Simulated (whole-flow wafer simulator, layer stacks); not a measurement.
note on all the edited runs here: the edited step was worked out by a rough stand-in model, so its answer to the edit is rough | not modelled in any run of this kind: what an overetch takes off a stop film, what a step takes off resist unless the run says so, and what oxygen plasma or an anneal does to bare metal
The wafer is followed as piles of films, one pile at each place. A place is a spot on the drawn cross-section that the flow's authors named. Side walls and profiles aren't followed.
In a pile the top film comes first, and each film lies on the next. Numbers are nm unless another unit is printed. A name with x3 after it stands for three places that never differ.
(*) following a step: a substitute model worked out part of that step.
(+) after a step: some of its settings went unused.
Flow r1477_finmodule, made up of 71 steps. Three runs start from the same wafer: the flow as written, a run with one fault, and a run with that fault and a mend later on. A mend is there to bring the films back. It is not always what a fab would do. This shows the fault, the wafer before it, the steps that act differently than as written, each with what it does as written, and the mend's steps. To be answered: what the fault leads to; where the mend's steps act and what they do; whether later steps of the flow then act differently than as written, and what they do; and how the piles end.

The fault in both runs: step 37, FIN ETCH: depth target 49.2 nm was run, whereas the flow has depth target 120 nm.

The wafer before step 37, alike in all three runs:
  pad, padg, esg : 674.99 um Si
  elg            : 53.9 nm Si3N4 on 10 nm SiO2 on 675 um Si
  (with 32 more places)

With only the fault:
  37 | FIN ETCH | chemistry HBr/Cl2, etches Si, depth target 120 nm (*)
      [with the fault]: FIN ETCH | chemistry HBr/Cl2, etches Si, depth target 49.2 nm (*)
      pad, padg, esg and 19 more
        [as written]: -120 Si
        [with the fault]: -49.2 Si
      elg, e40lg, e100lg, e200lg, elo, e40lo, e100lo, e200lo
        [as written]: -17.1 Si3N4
        [with the fault]: -7.03 Si3N4
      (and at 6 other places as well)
  Steps later in the flow that act otherwise than as written (3 more steps, not shown, differ only slightly: by at most 2% or 0.5 nm, whichever is larger):
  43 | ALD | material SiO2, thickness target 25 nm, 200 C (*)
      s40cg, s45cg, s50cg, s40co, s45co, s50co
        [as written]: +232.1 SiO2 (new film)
        [with the fault]: +166.7 SiO2 (new film)
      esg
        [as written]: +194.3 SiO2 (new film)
        [with the fault]: +133.6 SiO2 (new film)
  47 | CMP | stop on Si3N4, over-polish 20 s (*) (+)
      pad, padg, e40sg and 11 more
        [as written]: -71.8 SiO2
        [with the fault]: -142.6 SiO2
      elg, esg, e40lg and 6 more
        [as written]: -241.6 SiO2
        [with the fault]: -251.7 SiO2
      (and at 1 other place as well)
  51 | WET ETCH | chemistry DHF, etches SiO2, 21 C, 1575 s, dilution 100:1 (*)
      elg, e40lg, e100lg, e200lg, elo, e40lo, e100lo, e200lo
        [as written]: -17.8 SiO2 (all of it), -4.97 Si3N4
        [with the fault]: -7.73 SiO2 (all of it), -5.79 Si3N4
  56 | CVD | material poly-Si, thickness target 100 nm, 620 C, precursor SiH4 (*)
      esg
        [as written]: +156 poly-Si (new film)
        [with the fault]: +165.2 poly-Si (new film)
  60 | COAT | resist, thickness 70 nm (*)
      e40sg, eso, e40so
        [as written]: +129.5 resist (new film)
        [with the fault]: +138.2 resist (new film)
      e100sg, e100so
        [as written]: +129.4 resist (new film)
        [with the fault]: +138.1 resist (new film)
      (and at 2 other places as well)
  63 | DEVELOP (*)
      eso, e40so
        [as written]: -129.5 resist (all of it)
        [with the fault]: -138.2 resist (all of it)
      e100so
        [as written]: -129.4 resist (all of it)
        [with the fault]: -138.1 resist (all of it)
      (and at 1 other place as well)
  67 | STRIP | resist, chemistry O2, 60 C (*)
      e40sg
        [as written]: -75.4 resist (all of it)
        [with the fault]: -84.1 resist (all of it)
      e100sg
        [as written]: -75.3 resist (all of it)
        [with the fault]: -84 resist (all of it)
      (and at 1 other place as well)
  At pad, padg, elg and 27 more, the piles at the end differ from the flow's by more than 2% or 0.5 nm, whichever is larger.
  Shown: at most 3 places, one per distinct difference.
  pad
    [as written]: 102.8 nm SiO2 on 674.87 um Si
    [with the fault]: 32.3 nm SiO2 on 674.94 um Si
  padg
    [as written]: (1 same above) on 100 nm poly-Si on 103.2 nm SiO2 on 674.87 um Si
    [with the fault]: (1 same above) on 100 nm poly-Si on 32.7 nm SiO2 on 674.94 um Si
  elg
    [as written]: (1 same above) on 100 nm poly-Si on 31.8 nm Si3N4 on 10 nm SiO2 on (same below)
    [with the fault]: (1 same above) on 100 nm poly-Si on 41.1 nm Si3N4 on 10 nm SiO2 on (same below)

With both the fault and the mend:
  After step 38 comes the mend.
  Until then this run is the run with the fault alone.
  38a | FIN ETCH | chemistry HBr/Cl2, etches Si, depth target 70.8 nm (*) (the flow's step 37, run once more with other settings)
      pad, padg, esg and 19 more
        -70.8 Si
      elg, e40lg, e100lg, e200lg, elo, e40lo, e100lo, e200lo
        -10.1 Si3N4
      s40sg_line, s45sg_line, s50sg_line, s40so_line, s45so_line, s50so_line
        -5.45 SiO2
  Later steps of the flow that are run all act as written at every place that is followed.
  By the end, the piles equal the flow's at every place that both follow.
